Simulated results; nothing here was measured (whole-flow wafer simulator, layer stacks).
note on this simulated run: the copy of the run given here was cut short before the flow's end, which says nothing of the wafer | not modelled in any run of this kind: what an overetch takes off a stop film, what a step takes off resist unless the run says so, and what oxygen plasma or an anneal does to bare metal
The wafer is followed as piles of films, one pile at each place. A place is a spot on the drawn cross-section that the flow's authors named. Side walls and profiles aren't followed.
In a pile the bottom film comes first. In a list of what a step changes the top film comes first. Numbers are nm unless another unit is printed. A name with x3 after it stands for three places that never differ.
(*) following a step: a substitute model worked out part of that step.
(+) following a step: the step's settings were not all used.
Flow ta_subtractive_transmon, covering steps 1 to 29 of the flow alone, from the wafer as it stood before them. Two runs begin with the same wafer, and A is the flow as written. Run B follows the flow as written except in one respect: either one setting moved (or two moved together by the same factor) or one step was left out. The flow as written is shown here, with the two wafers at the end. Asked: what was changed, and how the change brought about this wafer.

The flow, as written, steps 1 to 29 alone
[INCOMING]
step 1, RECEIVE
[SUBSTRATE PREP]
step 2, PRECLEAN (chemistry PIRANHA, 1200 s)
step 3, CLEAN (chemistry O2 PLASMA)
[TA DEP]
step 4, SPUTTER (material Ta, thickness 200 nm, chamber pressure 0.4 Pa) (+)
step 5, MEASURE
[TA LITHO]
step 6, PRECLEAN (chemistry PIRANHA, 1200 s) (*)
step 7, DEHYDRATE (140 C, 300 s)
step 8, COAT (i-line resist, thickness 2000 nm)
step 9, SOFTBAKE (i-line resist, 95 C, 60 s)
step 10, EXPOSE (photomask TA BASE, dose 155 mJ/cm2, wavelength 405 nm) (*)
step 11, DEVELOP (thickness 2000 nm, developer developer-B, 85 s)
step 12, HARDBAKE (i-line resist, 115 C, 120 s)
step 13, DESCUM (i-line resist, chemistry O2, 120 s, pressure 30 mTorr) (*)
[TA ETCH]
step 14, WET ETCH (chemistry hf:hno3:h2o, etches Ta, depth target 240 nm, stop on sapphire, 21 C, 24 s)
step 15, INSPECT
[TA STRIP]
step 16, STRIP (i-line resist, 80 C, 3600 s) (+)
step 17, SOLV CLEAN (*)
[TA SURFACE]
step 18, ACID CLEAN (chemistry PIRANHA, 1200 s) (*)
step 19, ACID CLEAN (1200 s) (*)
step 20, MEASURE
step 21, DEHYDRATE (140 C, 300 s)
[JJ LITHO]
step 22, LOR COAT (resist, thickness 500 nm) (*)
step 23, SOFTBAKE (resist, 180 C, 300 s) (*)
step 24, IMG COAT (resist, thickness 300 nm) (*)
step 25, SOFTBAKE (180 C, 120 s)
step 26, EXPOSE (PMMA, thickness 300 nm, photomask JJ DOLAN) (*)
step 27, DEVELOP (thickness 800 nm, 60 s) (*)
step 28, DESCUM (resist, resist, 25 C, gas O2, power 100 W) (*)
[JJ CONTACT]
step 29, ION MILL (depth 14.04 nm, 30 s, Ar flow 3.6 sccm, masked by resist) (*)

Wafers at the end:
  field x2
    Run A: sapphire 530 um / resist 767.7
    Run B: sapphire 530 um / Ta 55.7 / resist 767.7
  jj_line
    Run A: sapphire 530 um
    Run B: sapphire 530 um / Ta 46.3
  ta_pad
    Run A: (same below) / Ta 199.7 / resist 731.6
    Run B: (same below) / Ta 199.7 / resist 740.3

Cause: step 14, WET ETCH: depth target 144 nm was run, while the flow as written has depth target 240 nm; step 14, WET ETCH: 14.4 s was run, where the flow has 24 s.

The path from the change to this, step by step:
  step 14, WET ETCH (chemistry hf:hno3:h2o, etches Ta, depth target 240 nm, stop on sapphire, 21 C, 24 s)
      field x2, jj_line, lead: A Ta loses 200 (all of it) | B Ta loses 144
  step 22, LOR COAT (resist, thickness 500 nm) (*)
      lead: A resist gains 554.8 (new film) | B resist gains 540.3 (new film)
      ta_contact: A resist gains 443.8 (new film) | B resist gains 458.4 (new film)
  step 27, DEVELOP (thickness 800 nm, 60 s) (*)
      lead: A resist loses 867.4 (all of it) | B resist loses 849.4 (all of it)
      ta_contact: A resist loses 731.2 (all of it) | B resist loses 749.5 (all of it)
  step 29, ION MILL (depth 14.04 nm, 30 s, Ar flow 3.6 sccm, masked by resist) (*)
      jj_line, lead: A sapphire loses 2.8 | B Ta loses 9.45
If metal films that touch count as one body, field x2 has 1 body; the flow as written gives 0 bodies.
If metal films that touch count as one body, jj_line has 1 body; the flow as written gives 0 bodies.
